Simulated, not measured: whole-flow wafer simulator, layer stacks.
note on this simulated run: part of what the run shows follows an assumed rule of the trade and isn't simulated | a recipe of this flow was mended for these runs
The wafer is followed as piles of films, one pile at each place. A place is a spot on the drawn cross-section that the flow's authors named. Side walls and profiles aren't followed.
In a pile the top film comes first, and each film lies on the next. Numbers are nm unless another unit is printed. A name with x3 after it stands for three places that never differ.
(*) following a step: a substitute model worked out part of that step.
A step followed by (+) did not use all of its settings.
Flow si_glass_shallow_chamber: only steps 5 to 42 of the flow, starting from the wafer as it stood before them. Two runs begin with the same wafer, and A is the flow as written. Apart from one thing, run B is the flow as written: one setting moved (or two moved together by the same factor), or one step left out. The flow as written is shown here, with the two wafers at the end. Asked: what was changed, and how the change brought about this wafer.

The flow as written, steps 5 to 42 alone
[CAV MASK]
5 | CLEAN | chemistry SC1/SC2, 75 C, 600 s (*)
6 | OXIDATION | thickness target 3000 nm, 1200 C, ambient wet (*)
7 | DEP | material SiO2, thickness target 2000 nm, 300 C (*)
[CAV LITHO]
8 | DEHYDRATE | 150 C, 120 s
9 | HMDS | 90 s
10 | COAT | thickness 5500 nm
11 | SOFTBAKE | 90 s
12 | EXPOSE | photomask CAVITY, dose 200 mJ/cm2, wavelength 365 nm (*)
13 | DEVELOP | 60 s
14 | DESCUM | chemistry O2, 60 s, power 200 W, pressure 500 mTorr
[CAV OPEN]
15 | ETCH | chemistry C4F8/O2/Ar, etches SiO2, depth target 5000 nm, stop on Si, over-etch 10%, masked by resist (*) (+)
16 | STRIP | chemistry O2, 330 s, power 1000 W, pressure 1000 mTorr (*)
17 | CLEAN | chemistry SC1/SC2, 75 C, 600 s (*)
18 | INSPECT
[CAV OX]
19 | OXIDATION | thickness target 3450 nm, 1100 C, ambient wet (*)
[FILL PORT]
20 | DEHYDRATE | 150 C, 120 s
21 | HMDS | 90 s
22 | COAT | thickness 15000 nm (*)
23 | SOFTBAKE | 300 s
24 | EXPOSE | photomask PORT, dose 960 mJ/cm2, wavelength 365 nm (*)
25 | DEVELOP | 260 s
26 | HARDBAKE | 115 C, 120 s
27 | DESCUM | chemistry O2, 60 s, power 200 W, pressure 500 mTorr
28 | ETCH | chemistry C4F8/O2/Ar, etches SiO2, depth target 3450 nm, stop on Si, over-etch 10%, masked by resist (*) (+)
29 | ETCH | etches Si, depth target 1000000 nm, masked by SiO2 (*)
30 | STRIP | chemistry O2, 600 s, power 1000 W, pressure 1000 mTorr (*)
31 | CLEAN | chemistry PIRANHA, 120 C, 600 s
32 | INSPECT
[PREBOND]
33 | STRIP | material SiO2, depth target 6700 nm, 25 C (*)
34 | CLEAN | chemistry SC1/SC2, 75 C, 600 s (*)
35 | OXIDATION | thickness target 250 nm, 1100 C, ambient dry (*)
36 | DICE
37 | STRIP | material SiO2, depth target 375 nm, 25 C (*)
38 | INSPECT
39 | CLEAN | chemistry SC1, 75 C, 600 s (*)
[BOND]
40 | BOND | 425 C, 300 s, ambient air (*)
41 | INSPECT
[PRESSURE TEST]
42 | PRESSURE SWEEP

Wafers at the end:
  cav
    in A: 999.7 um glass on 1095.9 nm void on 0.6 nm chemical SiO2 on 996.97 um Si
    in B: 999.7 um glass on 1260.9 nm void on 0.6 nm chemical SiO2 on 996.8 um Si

Cause: step 15, ETCH: depth target 6200 nm was run, while the flow as written has depth target 5000 nm.

Step by step, how the change led to this:
  15 | ETCH | chemistry C4F8/O2/Ar, etches SiO2, depth target 5000 nm, stop on Si, over-etch 10%, masked by resist (*) (+)
      cav, port: A SiO2 loses 5000 (all of it), Si loses 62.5 | B SiO2 loses 5000 (all of it), Si loses 227.5
  22 | COAT | thickness 15000 nm (*)
      rim: A thick-i-line-resist gains 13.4 um (new film) | B thick-i-line-resist gains 13.33 um (new film)
      ramp: A thick-i-line-resist gains 12.89 um (new film) | B thick-i-line-resist gains 12.8 um (new film)
      (and at 3 other places as well)
  23 | SOFTBAKE | 300 s
      rim: A thick-i-line-resist loses 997 | B thick-i-line-resist loses 1043.6
      ramp: A thick-i-line-resist loses 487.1 | B thick-i-line-resist loses 511.8
      (and at 4 other places as well)
  25 | DEVELOP | 260 s
      port: A thick-i-line-resist loses 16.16 um (all of it) | B thick-i-line-resist loses 16.21 um (all of it)
  29 | ETCH | etches Si, depth target 1000000 nm, masked by SiO2 (*)
      rim, ramp: A thick-i-line-resist loses 11.47 um (all of it), SiO2 loses 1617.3 | B thick-i-line-resist loses 11.36 um (all of it), SiO2 loses 1677.4
      port: A hole gains 997.05 um (new film), Si loses 997.05 um (all of it) | B hole gains 996.88 um (new film), Si loses 996.88 um (all of it)
      (and at 1 other place as well)
  30 | STRIP | chemistry O2, 600 s, power 1000 W, pressure 1000 mTorr (*)
      cav: A thick-i-line-resist loses 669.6 (all of it) | B thick-i-line-resist loses 719.7 (all of it)
  40 | BOND | 425 C, 300 s, ambient air (*)
      cav: A glass gains 999.7 um (new film), void gains 1095.9 (new film) | B glass gains 999.7 um (new film), void gains 1260.9 (new film)
      port: A glass gains 999.7 um (new film), hole gains 1017.3 | B glass gains 999.7 um (new film), hole gains 1182.3
